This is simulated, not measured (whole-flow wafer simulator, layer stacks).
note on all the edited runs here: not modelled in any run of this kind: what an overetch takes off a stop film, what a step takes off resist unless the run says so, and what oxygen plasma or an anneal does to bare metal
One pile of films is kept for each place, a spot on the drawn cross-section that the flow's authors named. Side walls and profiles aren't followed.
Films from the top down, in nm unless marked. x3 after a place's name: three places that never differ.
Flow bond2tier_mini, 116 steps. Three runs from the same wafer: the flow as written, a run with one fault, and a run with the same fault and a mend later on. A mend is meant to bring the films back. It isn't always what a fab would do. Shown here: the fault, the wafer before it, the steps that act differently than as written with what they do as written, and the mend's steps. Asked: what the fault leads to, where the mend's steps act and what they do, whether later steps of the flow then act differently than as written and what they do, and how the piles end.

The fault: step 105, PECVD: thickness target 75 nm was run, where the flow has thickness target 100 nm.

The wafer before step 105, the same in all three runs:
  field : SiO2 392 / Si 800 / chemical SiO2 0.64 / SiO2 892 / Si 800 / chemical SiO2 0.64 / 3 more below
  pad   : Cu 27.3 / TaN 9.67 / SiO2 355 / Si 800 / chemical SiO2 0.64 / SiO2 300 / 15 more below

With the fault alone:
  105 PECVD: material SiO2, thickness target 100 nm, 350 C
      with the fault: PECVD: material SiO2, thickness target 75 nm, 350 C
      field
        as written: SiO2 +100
        with the fault: SiO2 +75
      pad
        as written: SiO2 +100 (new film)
        with the fault: SiO2 +75 (new film)
  Later steps of the flow that act differently than as written (1 more step differs only slightly, by at most 2% or 0.5 nm, whichever is larger, and isn't shown):
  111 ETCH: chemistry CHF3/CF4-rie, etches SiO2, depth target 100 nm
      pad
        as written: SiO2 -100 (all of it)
        with the fault: SiO2 -75 (all of it), Cu -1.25
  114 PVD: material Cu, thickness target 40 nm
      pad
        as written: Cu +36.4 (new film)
        with the fault: Cu +37.2 (new film)
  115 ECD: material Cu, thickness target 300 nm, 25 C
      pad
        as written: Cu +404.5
        with the fault: Cu +379.7
  At the end the piles differ from the flow's by more than 2% or 0.5 nm, whichever is larger, at field, pad.
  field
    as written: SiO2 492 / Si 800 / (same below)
    with the fault: SiO2 467 / Si 800 / (same below)
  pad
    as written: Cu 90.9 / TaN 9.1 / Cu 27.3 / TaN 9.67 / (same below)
    with the fault: Cu 66.9 / TaN 9.36 / Cu 26.1 / TaN 9.67 / (same below)

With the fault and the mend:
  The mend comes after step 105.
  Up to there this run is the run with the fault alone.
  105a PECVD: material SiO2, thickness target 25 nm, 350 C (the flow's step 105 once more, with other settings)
      field, pad
        SiO2 +25
  No later step of the flow acts differently than as written at any place that is followed.
  At the end the piles are the same as the flow's at every place that both follow.
